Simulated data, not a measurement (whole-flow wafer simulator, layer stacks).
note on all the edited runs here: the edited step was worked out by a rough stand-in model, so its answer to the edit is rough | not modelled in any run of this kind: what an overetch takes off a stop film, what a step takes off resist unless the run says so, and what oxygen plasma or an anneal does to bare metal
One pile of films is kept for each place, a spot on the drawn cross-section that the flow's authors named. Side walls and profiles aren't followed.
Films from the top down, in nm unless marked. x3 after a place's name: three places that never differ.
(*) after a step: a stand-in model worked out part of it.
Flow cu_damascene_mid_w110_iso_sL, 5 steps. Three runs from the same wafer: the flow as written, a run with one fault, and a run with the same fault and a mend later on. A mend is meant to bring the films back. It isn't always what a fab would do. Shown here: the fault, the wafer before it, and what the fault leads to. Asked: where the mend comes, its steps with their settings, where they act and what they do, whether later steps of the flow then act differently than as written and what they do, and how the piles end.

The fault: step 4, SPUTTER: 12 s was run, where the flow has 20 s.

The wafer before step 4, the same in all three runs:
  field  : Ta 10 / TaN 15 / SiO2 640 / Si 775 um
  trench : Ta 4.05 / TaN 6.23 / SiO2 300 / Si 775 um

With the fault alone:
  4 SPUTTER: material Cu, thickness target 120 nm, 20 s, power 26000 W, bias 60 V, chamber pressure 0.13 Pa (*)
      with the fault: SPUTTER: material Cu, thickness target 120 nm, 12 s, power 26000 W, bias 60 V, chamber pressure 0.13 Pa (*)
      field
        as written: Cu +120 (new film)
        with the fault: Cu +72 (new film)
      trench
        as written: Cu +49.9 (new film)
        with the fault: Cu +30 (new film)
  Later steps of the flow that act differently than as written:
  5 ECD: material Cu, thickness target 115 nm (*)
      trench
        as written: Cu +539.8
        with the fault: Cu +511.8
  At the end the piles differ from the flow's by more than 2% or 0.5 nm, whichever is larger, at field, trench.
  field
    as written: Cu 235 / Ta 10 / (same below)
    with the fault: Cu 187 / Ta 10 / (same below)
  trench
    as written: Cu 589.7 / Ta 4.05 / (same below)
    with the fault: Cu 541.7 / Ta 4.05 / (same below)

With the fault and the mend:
  The mend comes after step 4.
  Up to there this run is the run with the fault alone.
  4a SPUTTER: material Cu, thickness target 120 nm, 8 s, power 26000 W, bias 60 V, chamber pressure 0.13 Pa (*) (the flow's step 4 once more, with other settings)
      field
        Cu +48
      trench
        Cu +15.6
  No later step of the flow acts differently than as written, at any place that is followed, by more than 2% or 0.5 nm, whichever is larger.
  At the end the piles are the same as the flow's at every place that both follow.
